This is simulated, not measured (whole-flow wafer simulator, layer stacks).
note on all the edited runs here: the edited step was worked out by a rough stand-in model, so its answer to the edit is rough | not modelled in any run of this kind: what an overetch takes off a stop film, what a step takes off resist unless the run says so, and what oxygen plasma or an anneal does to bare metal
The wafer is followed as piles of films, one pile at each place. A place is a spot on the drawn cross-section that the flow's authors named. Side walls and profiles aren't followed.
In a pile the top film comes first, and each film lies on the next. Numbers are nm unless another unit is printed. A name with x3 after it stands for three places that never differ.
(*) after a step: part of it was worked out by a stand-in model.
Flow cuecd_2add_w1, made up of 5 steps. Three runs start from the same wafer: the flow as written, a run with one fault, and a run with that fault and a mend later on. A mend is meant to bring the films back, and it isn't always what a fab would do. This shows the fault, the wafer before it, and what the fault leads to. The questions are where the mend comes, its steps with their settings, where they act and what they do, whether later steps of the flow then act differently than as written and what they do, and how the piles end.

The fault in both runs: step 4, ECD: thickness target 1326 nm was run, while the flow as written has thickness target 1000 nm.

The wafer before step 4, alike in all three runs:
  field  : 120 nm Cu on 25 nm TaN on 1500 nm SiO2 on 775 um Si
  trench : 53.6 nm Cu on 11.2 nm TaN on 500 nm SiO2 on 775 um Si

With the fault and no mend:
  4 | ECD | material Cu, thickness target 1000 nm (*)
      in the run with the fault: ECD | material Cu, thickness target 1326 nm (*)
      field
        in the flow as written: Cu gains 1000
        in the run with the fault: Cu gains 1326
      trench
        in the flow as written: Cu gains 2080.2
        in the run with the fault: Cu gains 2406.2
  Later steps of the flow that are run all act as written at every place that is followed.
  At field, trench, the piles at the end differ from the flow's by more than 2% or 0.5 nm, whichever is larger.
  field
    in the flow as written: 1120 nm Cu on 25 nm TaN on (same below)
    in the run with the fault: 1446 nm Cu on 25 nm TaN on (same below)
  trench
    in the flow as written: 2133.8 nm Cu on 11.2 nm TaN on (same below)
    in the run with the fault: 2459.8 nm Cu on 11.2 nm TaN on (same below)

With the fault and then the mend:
  The mend stands after step 5.
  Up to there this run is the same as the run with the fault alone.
  5a | ETCH | chemistry cu recess dil, depth target 326 nm
      field, trench
        Cu loses 326
  Later steps of the flow that are run all act as written at every place that is followed.
  At every place that both follow, the piles at the end match the flow's.
